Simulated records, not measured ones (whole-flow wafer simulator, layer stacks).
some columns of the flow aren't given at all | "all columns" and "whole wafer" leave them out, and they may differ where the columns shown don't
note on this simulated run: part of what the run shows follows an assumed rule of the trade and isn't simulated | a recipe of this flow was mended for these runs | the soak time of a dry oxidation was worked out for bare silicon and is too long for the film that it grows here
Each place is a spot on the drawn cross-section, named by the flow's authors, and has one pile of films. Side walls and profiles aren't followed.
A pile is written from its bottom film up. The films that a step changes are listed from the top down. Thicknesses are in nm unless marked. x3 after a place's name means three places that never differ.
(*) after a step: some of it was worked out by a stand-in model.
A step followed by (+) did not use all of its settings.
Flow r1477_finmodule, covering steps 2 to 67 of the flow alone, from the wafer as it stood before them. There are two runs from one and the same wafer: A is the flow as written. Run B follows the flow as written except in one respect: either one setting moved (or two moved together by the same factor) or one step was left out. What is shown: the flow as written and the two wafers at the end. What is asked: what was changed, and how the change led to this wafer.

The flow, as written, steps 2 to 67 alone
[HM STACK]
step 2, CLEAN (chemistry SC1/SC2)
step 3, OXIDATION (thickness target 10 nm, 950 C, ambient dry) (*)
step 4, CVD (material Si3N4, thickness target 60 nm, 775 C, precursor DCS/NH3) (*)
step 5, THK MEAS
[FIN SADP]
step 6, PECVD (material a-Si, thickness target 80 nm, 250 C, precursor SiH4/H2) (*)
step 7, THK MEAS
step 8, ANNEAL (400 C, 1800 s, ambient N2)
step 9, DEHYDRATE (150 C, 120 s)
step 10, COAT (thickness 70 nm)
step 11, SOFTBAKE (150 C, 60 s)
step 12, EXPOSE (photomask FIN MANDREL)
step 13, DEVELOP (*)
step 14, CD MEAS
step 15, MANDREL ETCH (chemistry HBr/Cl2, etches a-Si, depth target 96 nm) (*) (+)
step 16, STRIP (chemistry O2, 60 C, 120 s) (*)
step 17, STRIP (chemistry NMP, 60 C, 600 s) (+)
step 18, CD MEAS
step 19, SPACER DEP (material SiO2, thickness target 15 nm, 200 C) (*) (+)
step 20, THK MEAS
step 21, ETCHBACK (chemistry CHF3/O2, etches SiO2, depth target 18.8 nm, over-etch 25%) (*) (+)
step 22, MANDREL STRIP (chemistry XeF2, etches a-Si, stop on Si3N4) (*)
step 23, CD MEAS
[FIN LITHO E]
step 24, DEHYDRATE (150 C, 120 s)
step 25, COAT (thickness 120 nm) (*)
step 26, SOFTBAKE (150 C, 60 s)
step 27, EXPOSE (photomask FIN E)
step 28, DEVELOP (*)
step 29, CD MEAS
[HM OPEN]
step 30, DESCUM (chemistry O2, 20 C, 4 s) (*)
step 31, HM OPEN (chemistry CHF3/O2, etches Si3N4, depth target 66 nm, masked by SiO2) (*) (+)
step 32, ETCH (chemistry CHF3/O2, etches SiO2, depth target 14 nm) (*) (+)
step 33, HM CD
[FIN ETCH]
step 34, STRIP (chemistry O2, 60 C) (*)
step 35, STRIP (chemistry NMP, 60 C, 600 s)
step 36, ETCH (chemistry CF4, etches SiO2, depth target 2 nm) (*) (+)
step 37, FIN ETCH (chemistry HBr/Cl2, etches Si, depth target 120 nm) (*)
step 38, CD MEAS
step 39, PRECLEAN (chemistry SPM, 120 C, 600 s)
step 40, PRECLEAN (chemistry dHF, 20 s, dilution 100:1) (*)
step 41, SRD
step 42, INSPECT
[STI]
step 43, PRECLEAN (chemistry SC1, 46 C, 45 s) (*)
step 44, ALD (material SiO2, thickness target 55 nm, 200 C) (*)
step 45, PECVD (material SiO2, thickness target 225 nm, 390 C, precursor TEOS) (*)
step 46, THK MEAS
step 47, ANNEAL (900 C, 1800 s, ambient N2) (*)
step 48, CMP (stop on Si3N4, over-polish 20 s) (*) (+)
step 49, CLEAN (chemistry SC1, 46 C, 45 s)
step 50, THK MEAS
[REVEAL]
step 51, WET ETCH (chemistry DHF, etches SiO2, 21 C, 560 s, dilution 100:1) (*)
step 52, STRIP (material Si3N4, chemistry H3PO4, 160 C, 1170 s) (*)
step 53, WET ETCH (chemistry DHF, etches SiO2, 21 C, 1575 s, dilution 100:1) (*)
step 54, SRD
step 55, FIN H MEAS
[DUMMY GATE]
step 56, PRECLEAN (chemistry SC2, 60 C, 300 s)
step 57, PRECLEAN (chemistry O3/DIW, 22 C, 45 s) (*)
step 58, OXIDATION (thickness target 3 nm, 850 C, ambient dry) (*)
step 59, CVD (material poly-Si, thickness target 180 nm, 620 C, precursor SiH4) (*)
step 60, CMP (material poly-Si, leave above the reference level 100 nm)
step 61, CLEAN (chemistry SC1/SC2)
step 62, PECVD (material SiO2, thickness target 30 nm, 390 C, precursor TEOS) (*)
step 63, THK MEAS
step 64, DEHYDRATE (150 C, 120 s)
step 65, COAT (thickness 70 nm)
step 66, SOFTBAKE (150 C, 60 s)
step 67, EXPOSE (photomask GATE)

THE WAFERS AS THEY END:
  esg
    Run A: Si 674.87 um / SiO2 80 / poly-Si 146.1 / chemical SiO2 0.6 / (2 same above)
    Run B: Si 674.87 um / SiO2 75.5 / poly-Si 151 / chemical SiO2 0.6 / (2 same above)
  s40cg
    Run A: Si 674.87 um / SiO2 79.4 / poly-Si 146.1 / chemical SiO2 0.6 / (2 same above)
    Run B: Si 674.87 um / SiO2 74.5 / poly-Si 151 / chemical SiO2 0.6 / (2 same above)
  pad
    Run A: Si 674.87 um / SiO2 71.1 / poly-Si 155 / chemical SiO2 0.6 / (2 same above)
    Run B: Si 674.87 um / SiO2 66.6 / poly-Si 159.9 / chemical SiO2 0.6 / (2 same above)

The reason: step 15, MANDREL ETCH: depth target 130.6 nm was run, though the flow has depth target 96 nm.

Step by step, how the change led to this:
  step 15, MANDREL ETCH (chemistry HBr/Cl2, etches a-Si, depth target 96 nm) (*) (+)
      pad, padg, elg and 27 more: A a-Si loses 80 (all of it), Si3N4 loses 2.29 | B a-Si loses 80 (all of it), Si3N4 loses 7.23
      s40cg, s45cg, s50cg, s40co, s45co, s50co: A e-beam-resist loses 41 | B e-beam-resist loses 54.2
  step 16, STRIP (chemistry O2, 60 C, 120 s) (*)
      s40cg, s45cg, s50cg, s40co, s45co, s50co: A chemical SiO2 gains 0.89 (new film), e-beam-resist loses 29 (all of it), a-Si loses 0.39 | B chemical SiO2 gains 1.03 (new film), e-beam-resist loses 15.8 (all of it), a-Si loses 0.46
  step 25, COAT (thickness 120 nm) (*)
      s40sg_line, s40so_line: A e-beam-resist gains 60 (new film) | B e-beam-resist gains 57.9 (new film)
      s45sg, s45so: A e-beam-resist gains 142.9 (new film) | B e-beam-resist gains 146 (new film)
      (also at 6 further places)
  step 28, DEVELOP (*)
      s40sg_line, s40so_line: A e-beam-resist loses 60 (all of it) | B e-beam-resist loses 57.9 (all of it)
      s45sg, s45so: A e-beam-resist loses 142.9 (all of it) | B e-beam-resist loses 146 (all of it)
      (also at 6 further places)
  step 31, HM OPEN (chemistry CHF3/O2, etches Si3N4, depth target 66 nm, masked by SiO2) (*) (+)
      pad, padg, esg and 13 more: A Si3N4 loses 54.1 (all of it), SiO2 loses 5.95 | B Si3N4 loses 49.2 (all of it), SiO2 loses 8.42
  step 32, ETCH (chemistry CHF3/O2, etches SiO2, depth target 14 nm) (*) (+)
      pad, padg, esg and 13 more: A SiO2 loses 4.05 (all of it), Si loses 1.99 | B SiO2 loses 1.58 (all of it), Si loses 2.48
  step 48, CMP (stop on Si3N4, over-polish 20 s) (*) (+)
      pad, padg: A SiO2 loses 79.4 | B SiO2 loses 83.9
  step 52, STRIP (material Si3N4, chemistry H3PO4, 160 C, 1170 s) (*)
      elg, e40lg, e100lg, e200lg, elo, e40lo, e100lo, e200lo: A Si3N4 loses 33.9 (all of it), SiO2 loses 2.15 | B Si3N4 loses 28.9 (all of it), SiO2 loses 2.3
      s40sg_line, s45sg_line, s50sg_line, s40so_line, s45so_line, s50so_line: A Si3N4 loses 55.1 (all of it), SiO2 loses 1.49 | B Si3N4 loses 50.1 (all of it), SiO2 loses 1.64
  step 59, CVD (material poly-Si, thickness target 180 nm, 620 C, precursor SiH4) (*)
      esg, e40sg, e100sg and 9 more: A poly-Si gains 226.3 (new film) | B poly-Si gains 231.3 (new film)
      s40cg, s45cg, s50cg, s40co, s45co, s50co: A poly-Si gains 226.3 (new film) | B poly-Si gains 231.2 (new film)
      (also at 2 further places)
  step 60, CMP (material poly-Si, leave above the reference level 100 nm)
      pad, padg: A poly-Si loses 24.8 | B poly-Si loses 19.8
      e200sg, e200so: A poly-Si loses 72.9 | B poly-Si loses 80
